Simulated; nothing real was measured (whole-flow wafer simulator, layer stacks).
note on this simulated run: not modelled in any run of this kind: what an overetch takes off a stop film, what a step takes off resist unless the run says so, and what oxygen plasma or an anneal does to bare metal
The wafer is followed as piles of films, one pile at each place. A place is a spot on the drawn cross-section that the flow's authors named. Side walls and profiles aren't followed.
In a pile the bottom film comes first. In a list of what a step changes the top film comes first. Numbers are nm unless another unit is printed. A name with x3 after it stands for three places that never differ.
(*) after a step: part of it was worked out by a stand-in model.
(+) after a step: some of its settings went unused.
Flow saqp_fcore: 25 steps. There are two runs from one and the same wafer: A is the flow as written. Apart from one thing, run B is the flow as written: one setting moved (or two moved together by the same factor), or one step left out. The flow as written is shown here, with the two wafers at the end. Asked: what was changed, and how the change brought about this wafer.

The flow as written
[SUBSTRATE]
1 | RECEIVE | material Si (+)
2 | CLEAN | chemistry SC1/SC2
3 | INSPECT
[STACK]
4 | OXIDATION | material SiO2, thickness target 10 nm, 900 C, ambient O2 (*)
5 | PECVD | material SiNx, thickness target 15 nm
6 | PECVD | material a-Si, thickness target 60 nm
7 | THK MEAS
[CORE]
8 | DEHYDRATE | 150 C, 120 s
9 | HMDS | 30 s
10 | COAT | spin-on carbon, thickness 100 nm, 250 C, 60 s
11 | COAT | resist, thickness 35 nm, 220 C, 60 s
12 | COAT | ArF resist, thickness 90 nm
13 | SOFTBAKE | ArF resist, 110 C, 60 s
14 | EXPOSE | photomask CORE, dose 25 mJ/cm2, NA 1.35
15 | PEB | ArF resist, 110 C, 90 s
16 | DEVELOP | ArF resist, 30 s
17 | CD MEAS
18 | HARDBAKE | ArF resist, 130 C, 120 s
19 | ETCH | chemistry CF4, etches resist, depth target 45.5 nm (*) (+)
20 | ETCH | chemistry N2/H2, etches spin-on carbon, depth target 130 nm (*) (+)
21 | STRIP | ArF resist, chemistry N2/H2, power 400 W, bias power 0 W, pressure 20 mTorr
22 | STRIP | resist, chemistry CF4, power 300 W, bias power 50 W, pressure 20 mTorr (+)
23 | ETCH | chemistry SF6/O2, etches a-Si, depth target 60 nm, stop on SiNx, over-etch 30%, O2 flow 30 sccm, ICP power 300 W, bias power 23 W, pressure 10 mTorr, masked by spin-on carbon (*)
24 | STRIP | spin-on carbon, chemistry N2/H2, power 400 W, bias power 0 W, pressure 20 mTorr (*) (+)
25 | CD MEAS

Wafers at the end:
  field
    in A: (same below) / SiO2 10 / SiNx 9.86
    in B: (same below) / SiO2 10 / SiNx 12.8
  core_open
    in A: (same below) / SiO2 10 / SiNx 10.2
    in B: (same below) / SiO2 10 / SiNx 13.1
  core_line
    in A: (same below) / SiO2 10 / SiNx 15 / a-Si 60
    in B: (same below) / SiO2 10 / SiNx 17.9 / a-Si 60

Cause: step 5, PECVD: thickness target 17.9 nm was run, whereas the flow has thickness target 15 nm.
One can read it off the wafer: core_line has SiNx 17.9, and step 5 as written asks for 15 nm.

How this came from the change, step by step:
  5 | PECVD | material SiNx, thickness target 15 nm
      field, core_open, core_line: A SiNx gains 15 (new film) | B SiNx gains 17.9 (new film)
